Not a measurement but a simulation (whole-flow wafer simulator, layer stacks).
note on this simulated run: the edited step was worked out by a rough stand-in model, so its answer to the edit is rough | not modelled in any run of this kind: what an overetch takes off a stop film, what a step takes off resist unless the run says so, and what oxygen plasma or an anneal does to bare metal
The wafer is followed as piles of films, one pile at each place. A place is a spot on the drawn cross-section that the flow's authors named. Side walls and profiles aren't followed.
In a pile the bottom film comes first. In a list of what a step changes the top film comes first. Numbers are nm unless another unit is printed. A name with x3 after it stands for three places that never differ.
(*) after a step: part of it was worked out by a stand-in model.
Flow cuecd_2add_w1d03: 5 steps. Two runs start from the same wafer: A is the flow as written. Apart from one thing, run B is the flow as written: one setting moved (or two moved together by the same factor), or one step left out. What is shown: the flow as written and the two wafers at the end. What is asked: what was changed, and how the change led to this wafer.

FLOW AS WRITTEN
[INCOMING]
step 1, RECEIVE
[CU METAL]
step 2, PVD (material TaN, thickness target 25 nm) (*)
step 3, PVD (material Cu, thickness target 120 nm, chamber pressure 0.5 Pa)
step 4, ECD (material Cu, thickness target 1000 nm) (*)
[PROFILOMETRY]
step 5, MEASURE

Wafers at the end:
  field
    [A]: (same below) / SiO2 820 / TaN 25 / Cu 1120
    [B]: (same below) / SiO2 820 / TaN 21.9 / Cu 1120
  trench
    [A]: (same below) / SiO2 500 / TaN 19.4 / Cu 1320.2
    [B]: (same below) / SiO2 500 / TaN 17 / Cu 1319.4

What caused this: step 2, PVD: thickness target 21.9 nm was run, whereas the flow has thickness target 25 nm.
One can read it off the wafer: field has TaN 21.9, and step 2 as written asks for 25 nm.

Step by step, how the change led to this:
  step 2, PVD (material TaN, thickness target 25 nm) (*)
      field: A TaN gains 25 (new film) | B TaN gains 21.9 (new film)
      trench: A TaN gains 19.4 (new film) | B TaN gains 17 (new film)
